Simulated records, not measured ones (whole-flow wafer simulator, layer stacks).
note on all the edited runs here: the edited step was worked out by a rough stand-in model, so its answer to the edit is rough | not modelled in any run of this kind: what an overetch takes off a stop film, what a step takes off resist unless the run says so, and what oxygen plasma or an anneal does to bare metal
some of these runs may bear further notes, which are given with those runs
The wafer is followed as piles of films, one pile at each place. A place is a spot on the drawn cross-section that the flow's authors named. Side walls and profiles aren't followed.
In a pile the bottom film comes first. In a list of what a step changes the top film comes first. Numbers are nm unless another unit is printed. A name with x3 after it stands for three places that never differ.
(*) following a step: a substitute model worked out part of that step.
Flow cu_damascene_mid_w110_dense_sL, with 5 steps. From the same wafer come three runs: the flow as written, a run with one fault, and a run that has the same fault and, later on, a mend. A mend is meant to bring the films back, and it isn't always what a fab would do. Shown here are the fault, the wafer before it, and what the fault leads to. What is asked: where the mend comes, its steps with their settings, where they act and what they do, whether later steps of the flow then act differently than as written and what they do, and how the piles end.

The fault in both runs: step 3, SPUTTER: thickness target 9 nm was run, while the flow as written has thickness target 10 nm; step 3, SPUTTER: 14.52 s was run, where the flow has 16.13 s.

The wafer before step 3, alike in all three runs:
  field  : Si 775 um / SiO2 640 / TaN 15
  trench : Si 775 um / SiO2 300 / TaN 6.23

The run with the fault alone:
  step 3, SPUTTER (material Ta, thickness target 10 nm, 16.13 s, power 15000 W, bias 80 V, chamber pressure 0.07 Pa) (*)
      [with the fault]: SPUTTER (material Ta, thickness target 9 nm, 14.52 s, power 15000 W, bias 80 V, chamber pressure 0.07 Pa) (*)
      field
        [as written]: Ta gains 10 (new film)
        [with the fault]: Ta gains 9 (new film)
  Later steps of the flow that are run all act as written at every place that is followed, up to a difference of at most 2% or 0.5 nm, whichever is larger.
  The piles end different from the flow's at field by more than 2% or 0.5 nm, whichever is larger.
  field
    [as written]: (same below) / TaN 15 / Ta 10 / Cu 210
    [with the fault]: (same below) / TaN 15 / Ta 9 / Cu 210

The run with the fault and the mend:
  The mend stands after step 3.
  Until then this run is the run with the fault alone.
  step 3a, SPUTTER (material Ta, thickness target 1 nm, 1.613 s, power 15000 W, bias 80 V, chamber pressure 0.07 Pa) (*) (the flow's step 3, run once more with other settings)
      field
        Ta gains 1
      trench
        Ta gains 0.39
  Later steps of the flow that are run all act as written at every place that is followed.
  At the end the piles are close to the flow's at the places that both follow, differing by at most 2% or 0.5 nm, whichever is larger.
